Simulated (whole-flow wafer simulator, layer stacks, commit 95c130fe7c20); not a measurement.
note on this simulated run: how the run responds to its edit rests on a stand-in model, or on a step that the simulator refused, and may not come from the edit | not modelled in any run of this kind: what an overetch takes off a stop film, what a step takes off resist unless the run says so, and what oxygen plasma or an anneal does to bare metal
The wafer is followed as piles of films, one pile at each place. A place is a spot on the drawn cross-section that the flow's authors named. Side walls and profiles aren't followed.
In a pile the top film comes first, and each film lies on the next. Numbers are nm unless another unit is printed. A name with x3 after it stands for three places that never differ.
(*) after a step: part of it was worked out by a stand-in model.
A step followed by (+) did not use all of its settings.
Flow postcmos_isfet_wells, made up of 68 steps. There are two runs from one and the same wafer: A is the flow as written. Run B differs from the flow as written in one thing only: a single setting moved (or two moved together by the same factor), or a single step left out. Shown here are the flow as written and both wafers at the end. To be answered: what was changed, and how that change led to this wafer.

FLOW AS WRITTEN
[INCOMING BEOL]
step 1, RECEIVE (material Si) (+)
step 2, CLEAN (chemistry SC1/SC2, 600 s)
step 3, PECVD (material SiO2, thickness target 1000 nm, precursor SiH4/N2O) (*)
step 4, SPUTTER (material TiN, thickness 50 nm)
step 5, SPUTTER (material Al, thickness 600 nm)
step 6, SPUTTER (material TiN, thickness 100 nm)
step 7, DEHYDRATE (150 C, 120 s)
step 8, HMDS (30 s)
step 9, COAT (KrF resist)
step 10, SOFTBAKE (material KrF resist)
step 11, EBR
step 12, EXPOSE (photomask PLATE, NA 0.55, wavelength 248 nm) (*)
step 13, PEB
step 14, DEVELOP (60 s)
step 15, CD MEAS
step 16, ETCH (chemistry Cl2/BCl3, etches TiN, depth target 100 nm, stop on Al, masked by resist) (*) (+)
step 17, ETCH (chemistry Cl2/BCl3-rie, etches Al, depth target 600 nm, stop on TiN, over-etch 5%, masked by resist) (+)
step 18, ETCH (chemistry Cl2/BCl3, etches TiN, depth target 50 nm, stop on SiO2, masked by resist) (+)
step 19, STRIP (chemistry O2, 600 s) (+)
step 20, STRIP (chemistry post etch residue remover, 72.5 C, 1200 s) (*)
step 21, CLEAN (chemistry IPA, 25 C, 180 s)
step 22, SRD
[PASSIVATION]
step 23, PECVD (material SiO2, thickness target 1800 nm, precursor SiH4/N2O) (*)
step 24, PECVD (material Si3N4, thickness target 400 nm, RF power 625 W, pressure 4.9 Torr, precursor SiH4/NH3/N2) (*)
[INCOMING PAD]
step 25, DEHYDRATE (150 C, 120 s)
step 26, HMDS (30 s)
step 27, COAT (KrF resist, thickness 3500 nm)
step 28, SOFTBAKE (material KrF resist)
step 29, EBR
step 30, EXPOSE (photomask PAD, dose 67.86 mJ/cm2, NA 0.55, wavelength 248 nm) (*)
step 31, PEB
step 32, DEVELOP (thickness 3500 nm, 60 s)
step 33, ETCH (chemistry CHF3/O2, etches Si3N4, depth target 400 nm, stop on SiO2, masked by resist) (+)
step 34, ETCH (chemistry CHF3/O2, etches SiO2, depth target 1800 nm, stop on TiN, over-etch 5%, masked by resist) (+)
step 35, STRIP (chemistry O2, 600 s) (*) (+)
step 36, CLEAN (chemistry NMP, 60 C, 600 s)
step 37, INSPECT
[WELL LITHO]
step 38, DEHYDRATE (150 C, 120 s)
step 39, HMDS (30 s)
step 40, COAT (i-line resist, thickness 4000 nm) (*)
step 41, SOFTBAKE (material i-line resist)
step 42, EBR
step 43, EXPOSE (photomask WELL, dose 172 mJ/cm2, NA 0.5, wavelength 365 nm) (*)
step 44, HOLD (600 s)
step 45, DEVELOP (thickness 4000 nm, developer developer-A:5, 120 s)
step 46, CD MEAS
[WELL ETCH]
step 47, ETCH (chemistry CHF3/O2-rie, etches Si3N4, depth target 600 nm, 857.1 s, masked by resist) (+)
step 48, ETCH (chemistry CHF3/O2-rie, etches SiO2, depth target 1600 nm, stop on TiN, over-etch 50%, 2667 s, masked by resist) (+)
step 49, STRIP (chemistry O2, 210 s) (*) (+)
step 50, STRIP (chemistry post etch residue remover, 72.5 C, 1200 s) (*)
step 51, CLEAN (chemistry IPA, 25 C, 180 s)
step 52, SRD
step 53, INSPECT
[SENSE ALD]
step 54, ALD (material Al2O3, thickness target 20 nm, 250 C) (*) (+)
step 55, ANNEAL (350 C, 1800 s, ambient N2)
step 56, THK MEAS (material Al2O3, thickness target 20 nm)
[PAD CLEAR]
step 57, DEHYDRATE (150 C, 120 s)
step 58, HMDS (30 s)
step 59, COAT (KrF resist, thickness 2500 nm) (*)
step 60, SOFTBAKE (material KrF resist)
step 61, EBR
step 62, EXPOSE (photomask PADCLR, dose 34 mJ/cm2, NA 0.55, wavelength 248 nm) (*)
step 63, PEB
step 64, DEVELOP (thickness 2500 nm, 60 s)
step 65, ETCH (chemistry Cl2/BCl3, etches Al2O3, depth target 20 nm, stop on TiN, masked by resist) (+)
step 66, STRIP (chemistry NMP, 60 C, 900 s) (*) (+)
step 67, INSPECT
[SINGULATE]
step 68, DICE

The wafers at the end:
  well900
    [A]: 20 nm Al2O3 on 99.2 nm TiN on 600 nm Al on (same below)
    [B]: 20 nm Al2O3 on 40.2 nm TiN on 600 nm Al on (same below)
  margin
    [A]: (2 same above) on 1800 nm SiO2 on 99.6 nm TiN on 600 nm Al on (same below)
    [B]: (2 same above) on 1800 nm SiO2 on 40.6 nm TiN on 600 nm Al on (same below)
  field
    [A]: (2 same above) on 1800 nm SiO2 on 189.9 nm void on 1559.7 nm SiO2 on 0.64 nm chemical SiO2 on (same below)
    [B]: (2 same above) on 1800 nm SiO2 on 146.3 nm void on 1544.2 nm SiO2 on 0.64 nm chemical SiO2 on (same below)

What caused this: step 6, SPUTTER: thickness 41 nm was run, while the flow as written has thickness 100 nm.

The path from the change to this, step by step:
  step 6, SPUTTER (material TiN, thickness 100 nm)
      field, margin, well900, well1300 x3, pad_rim, pad_clr, pad_open: A TiN gains 100 (new film) | B TiN gains 41 (new film)
  step 16, ETCH (chemistry Cl2/BCl3, etches TiN, depth target 100 nm, stop on Al, masked by resist) (*) (+)
      margin, well900, well1300 x3, pad_rim, pad_clr, pad_open: A KrF resist loses 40 | B KrF resist loses 24.6
      field: A TiN loses 100 (all of it) | B TiN loses 41 (all of it)
  step 19, STRIP (chemistry O2, 600 s) (+)
      margin, well900, well1300 x3, pad_rim, pad_clr, pad_open: A KrF resist loses 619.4 (all of it) | B KrF resist loses 634.8 (all of it)
  step 23, PECVD (material SiO2, thickness target 1800 nm, precursor SiH4/N2O) (*)
      field: A SiO2 gains 1800 (new film), void gains 189.9 (new film), SiO2 gains 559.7 | B SiO2 gains 1800 (new film), void gains 146.3 (new film), SiO2 gains 544.2
